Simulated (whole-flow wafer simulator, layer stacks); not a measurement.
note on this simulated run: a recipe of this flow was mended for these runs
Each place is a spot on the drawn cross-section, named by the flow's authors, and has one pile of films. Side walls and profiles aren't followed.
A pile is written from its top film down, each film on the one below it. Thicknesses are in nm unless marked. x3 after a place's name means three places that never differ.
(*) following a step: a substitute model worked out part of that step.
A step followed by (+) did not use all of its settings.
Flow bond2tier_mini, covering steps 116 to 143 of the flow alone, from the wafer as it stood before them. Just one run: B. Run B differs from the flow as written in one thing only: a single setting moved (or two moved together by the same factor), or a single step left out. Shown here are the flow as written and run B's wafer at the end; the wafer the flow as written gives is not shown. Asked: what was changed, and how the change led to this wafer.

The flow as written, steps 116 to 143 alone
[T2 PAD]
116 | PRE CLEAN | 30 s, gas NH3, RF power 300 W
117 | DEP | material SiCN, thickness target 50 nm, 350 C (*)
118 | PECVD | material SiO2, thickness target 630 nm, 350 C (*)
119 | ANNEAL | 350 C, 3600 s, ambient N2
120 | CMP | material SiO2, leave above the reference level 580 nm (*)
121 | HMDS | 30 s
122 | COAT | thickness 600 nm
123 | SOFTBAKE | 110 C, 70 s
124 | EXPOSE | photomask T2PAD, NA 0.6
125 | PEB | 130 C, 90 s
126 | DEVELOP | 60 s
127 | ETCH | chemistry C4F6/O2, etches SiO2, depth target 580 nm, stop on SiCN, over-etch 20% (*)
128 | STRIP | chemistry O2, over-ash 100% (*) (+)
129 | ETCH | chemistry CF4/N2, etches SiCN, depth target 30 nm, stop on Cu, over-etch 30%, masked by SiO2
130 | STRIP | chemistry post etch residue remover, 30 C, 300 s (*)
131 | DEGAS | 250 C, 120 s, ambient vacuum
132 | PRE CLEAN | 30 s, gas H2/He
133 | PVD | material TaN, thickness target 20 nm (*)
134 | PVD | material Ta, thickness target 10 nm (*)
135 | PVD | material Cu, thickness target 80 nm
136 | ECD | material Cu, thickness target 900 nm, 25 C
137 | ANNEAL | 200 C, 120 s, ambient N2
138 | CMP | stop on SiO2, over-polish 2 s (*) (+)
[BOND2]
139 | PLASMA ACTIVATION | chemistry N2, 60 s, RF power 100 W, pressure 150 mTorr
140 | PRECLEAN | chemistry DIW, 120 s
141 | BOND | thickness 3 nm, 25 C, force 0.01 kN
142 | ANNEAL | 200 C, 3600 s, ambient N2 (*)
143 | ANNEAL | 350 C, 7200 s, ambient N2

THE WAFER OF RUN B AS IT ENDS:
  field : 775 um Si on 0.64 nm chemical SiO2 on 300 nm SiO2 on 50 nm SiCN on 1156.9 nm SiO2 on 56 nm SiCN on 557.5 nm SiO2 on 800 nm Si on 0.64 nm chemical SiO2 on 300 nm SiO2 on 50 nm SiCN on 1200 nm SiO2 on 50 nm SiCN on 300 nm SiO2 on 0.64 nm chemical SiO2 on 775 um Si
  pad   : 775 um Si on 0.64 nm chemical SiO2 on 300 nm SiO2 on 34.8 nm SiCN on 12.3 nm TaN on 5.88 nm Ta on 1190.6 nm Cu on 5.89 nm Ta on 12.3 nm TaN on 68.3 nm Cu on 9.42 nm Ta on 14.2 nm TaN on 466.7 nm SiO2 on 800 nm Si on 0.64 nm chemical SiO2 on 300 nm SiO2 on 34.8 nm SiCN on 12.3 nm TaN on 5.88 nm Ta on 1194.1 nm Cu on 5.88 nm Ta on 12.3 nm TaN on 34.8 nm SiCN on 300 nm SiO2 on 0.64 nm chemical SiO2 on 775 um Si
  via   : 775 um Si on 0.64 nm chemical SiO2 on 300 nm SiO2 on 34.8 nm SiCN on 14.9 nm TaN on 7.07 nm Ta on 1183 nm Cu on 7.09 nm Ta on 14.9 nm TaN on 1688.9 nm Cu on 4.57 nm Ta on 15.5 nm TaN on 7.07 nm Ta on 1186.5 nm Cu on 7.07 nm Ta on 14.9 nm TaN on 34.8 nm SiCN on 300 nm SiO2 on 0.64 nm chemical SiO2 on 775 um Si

What caused this: step 117, DEP: thickness target 56 nm was run, whereas the flow has thickness target 50 nm.
The wafer itself shows it: field has SiCN 56, and step 117 as written asks for 50 nm.

The path from the change to this, step by step:
  117 | DEP | material SiCN, thickness target 50 nm, 350 C (*)
      field, pad, via: +56 SiCN (new film) (in the flow as written it would be: +50 SiCN (new film))
  129 | ETCH | chemistry CF4/N2, etches SiCN, depth target 30 nm, stop on Cu, over-etch 30%, masked by SiO2
      pad, via: -36.4 SiCN (all of it), -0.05 Cu (in the flow as written it would be: -30.4 SiCN (all of it), -0.17 Cu)
